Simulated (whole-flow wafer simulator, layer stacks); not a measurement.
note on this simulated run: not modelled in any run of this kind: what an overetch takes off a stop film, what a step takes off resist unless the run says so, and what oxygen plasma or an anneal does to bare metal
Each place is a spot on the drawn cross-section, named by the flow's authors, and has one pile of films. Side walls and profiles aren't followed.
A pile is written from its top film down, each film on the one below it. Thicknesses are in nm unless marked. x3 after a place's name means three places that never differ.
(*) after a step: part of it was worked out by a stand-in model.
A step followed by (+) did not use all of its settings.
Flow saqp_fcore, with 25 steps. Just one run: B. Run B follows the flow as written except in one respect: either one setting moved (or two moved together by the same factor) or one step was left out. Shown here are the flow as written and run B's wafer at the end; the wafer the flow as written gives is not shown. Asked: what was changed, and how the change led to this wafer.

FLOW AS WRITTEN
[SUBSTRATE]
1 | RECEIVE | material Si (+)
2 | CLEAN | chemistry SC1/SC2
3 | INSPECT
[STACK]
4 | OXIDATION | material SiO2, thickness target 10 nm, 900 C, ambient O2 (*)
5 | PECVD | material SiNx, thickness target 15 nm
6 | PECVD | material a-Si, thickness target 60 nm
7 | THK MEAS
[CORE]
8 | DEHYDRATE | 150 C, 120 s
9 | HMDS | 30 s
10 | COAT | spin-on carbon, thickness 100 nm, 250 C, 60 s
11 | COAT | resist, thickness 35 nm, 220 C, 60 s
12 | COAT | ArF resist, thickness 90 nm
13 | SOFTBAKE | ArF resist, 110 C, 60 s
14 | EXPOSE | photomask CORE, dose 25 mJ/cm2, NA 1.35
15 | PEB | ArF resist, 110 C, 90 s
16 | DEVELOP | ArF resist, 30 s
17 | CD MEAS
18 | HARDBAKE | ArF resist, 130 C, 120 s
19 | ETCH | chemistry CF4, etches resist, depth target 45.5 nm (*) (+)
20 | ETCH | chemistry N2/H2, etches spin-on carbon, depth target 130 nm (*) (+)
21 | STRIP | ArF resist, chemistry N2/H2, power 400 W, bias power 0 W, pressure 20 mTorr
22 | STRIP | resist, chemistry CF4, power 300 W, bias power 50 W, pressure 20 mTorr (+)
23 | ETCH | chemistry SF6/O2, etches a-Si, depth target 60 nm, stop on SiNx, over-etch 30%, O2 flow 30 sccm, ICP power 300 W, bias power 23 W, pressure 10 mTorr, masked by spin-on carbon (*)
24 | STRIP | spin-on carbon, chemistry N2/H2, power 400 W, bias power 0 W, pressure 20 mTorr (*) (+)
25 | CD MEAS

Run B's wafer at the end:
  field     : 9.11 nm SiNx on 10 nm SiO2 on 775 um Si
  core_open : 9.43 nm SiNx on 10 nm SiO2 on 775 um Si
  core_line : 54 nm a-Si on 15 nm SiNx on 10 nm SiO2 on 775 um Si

What caused this: step 6, PECVD: thickness target 54 nm was run, whereas the flow has thickness target 60 nm.
One can read it off the wafer: core_line has a-Si 54, and step 6 as written asks for 60 nm.

The path from the change to this, step by step:
  6 | PECVD | material a-Si, thickness target 60 nm
      field, core_open, core_line: a-Si gains 54 (new film) (in the flow as written it would be: a-Si gains 60 (new film))
  23 | ETCH | chemistry SF6/O2, etches a-Si, depth target 60 nm, stop on SiNx, over-etch 30%, O2 flow 30 sccm, ICP power 300 W, bias power 23 W, pressure 10 mTorr, masked by spin-on carbon (*)
      field: a-Si loses 30.9 (all of it), SiNx loses 5.89 (in the flow as written it would be: a-Si loses 36.9 (all of it), SiNx loses 5.14)
      core_open: a-Si loses 33.4 (all of it), SiNx loses 5.57 (in the flow as written it would be: a-Si loses 39.4 (all of it), SiNx loses 4.82)
      (also at 1 further place)
